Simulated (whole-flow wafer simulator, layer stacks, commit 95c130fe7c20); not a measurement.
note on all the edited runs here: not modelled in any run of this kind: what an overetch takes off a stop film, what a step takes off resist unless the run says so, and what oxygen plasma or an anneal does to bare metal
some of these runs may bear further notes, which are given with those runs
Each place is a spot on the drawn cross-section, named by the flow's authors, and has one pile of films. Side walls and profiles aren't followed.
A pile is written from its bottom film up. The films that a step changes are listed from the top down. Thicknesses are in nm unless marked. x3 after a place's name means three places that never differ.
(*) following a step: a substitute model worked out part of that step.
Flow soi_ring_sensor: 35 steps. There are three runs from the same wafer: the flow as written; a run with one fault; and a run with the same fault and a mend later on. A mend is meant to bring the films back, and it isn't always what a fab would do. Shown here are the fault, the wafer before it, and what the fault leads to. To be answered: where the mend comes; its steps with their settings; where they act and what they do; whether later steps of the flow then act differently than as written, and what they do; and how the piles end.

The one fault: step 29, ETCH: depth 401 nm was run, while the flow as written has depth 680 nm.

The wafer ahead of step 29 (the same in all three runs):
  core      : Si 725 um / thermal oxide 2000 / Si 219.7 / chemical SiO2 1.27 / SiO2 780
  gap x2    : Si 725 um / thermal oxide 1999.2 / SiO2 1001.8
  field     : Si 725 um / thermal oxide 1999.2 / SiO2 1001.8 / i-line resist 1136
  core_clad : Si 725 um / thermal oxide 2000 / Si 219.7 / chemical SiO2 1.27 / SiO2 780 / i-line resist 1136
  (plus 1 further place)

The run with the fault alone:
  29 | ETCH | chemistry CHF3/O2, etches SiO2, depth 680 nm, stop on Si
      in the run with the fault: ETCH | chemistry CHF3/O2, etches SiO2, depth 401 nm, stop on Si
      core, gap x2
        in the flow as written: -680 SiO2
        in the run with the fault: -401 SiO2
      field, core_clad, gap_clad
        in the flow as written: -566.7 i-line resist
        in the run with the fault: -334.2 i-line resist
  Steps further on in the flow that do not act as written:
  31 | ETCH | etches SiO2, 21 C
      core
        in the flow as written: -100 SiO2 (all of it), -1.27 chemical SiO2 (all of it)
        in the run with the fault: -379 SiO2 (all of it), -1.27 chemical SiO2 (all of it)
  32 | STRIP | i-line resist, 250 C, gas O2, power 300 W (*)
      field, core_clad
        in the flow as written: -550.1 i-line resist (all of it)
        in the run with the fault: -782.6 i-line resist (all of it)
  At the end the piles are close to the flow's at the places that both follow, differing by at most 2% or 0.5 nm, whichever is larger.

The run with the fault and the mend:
  After step 29 comes the mend.
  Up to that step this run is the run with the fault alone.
  29a | ETCH | chemistry CHF3/O2, etches SiO2, depth 279 nm, stop on Si (the flow's step 29 again, with other settings)
      core, gap x2
        -279 SiO2
      field, core_clad, gap_clad
        -232.5 i-line resist
  Every later step of the flow that is run acts as written at every place that is followed.
  At every place that both follow, the piles at the end match the flow's.
